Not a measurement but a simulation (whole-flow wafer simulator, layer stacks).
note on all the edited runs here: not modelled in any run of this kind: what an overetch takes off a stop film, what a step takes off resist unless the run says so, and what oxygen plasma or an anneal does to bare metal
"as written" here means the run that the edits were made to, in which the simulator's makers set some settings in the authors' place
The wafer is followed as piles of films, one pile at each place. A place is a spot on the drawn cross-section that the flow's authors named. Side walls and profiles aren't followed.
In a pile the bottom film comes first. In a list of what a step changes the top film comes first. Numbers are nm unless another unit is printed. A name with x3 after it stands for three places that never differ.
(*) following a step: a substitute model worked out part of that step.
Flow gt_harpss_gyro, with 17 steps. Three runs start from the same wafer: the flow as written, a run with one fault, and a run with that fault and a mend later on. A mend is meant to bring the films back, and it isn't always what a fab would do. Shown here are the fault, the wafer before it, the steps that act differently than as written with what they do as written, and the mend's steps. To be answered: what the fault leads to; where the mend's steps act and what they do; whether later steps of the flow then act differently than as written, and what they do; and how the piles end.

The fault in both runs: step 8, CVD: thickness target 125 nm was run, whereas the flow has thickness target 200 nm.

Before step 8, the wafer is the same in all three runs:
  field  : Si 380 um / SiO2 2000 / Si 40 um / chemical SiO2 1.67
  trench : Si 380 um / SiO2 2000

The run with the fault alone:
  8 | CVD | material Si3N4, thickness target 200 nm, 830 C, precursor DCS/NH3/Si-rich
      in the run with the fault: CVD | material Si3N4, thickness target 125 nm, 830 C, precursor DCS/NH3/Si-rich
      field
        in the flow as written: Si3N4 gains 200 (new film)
        in the run with the fault: Si3N4 gains 125 (new film)
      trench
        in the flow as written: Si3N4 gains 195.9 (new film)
        in the run with the fault: Si3N4 gains 122.6 (new film)
  Later steps of the flow acting differently than as written:
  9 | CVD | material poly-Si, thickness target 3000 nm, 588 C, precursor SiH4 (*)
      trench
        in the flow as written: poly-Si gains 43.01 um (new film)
        in the run with the fault: poly-Si gains 43 um (new film)
  The piles end different from the flow's at field, trench by more than 2% or 0.5 nm, whichever is larger.
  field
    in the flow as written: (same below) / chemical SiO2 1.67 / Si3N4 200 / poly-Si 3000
    in the run with the fault: (same below) / chemical SiO2 1.67 / Si3N4 125 / poly-Si 3000
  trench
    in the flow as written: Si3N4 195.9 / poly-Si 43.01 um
    in the run with the fault: Si3N4 122.6 / poly-Si 43 um

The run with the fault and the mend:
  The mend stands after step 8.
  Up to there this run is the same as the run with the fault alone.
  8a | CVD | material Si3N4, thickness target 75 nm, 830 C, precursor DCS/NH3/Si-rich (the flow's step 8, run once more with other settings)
      field
        Si3N4 gains 75
      trench
        Si3N4 gains 73.2
  Later steps of the flow that are run all act as written at every place that is followed.
  When the end is reached, the piles differ only a little from the flow's at the places that both follow, at most by 2% or 0.5 nm, whichever is larger.
